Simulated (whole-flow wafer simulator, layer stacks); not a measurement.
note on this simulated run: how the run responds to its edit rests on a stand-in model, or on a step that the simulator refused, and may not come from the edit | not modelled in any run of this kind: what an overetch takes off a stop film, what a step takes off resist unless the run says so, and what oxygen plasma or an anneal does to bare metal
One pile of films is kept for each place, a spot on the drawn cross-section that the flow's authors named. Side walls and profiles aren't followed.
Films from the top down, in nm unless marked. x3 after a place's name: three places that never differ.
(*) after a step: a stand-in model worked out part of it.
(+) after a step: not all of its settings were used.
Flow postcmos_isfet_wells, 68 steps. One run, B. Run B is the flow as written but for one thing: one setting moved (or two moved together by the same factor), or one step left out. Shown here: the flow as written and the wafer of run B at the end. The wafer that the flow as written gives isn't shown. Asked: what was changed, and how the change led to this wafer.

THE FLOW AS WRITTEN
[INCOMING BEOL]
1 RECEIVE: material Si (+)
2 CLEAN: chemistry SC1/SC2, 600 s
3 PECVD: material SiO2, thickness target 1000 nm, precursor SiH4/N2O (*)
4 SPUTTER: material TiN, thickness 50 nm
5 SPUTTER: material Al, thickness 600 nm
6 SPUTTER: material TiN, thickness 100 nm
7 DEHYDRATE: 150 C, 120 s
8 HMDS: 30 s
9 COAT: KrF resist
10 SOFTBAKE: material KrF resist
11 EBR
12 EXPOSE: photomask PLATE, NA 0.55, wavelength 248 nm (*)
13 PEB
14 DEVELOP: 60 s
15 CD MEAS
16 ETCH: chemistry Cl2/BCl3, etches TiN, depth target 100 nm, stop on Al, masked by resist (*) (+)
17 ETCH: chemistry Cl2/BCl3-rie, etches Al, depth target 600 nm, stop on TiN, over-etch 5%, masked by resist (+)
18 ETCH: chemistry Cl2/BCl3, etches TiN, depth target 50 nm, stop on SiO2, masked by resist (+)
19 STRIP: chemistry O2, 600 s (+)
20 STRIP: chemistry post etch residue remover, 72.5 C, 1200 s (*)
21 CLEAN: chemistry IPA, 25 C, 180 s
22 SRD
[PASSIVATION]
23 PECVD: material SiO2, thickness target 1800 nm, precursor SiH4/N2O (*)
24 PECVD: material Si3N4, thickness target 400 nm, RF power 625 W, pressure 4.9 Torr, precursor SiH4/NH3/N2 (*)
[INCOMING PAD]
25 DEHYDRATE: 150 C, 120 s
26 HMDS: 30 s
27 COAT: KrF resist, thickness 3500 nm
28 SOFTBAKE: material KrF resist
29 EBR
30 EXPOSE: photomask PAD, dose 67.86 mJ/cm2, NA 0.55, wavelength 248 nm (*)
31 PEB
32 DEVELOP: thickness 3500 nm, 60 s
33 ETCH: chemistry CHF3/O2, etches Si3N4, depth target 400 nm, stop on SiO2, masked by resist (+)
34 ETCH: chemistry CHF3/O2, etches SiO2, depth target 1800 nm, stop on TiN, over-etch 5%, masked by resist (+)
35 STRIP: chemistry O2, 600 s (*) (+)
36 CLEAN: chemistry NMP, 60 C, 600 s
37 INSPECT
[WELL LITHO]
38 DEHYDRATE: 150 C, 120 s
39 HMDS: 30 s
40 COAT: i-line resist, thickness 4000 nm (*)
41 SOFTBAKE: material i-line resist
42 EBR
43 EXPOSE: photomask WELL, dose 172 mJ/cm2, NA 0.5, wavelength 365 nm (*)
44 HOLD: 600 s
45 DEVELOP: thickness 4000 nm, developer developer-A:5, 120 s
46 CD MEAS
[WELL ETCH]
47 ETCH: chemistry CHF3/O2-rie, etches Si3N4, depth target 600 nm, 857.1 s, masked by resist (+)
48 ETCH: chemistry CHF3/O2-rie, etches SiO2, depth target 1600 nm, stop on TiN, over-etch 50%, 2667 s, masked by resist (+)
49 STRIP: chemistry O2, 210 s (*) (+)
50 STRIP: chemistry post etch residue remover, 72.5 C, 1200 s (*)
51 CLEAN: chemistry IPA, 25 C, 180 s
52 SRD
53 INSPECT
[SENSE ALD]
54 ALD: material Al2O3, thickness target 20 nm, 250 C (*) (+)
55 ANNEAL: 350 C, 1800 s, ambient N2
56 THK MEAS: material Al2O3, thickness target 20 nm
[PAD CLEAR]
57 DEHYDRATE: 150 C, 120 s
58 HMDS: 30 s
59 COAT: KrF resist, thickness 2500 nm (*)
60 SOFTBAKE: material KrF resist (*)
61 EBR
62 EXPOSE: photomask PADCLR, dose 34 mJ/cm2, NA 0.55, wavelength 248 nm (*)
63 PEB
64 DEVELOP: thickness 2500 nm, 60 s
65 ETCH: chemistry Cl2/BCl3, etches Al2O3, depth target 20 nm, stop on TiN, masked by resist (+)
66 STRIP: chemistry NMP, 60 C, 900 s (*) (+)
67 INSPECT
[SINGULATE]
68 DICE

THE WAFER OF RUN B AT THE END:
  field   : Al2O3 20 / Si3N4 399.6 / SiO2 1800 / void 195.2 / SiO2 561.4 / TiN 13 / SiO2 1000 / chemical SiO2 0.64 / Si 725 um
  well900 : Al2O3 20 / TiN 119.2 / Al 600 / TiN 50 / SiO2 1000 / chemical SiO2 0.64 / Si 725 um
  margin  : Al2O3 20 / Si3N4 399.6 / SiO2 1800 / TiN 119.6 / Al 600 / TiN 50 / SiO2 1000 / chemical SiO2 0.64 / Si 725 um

The cause: step 6, SPUTTER: thickness 120 nm was run, where the flow has thickness 100 nm.

How the change led to this, step by step:
  6 SPUTTER: material TiN, thickness 100 nm
      field, margin, well900 and 6 more: TiN +120 (new film) (as written it would be: TiN +100 (new film))
  16 ETCH: chemistry Cl2/BCl3, etches TiN, depth target 100 nm, stop on Al, masked by resist (*) (+)
      field: TiN -100 (as written it would be: TiN -100 (all of it))
  17 ETCH: chemistry Cl2/BCl3-rie, etches Al, depth target 600 nm, stop on TiN, over-etch 5%, masked by resist (+)
      field: TiN -20 (all of it), Al -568 (as written it would be: Al -600 (all of it))
  18 ETCH: chemistry Cl2/BCl3, etches TiN, depth target 50 nm, stop on SiO2, masked by resist (+)
      field: Al -32 (all of it), TiN -36.6 (as written it would be: TiN -50 (all of it))
  23 PECVD: material SiO2, thickness target 1800 nm, precursor SiH4/N2O (*)
      field: SiO2 +1800 (new film), void +195.2 (new film), SiO2 +561.4 (new film) (as written it would be: SiO2 +1800 (new film), void +189.9 (new film), SiO2 +559.7)
Counting metal films that touch as one body, field has 1 body; the flow as written gives 0 bodies.
